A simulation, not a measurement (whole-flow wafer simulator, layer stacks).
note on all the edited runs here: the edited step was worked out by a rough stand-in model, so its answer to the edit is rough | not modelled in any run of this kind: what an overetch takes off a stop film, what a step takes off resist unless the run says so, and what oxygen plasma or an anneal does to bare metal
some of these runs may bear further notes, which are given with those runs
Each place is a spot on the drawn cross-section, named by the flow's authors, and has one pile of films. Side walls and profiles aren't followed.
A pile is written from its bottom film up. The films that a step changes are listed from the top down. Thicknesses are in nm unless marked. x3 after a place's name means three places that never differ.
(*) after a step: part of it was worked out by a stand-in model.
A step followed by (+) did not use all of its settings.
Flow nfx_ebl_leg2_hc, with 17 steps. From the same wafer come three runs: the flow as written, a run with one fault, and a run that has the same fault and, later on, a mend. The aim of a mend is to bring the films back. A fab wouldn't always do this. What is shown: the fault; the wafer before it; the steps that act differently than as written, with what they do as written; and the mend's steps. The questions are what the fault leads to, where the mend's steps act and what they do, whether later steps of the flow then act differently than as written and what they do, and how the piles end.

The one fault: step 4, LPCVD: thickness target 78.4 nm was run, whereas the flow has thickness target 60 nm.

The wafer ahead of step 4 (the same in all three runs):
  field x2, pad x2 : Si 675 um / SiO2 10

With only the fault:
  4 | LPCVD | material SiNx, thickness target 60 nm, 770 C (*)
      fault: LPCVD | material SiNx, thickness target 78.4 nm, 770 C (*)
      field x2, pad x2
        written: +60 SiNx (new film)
        fault: +78.4 SiNx (new film)
  Steps further on in the flow that do not act as written:
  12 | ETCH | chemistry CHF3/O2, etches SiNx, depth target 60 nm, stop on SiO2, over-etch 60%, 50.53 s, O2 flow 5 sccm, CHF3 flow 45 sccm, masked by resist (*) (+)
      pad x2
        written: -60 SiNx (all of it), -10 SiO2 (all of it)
        fault: -78.4 SiNx (all of it), -8.8 SiO2
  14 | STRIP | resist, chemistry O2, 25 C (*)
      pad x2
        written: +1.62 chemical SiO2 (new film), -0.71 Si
        fault: nothing
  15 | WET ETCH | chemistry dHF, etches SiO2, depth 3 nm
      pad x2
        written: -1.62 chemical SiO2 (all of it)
        fault: -1.2 SiO2 (all of it)
  The piles end different from the flow's at field x2 by more than 2% or 0.5 nm, whichever is larger.
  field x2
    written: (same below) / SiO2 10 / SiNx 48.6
    fault: (same below) / SiO2 10 / SiNx 67

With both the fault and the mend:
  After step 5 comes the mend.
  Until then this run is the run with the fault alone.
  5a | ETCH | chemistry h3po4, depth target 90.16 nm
      field x2, pad x2
        -78.4 SiNx (all of it)
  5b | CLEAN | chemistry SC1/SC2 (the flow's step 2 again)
      alters no film at any place that is followed
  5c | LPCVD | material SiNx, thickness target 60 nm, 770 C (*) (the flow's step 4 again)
      field x2, pad x2
        +60 SiNx (new film)
  None of the later steps of the flow acts differently than as written at any place that is followed.
  At every place that both follow, the piles at the end match the flow's.
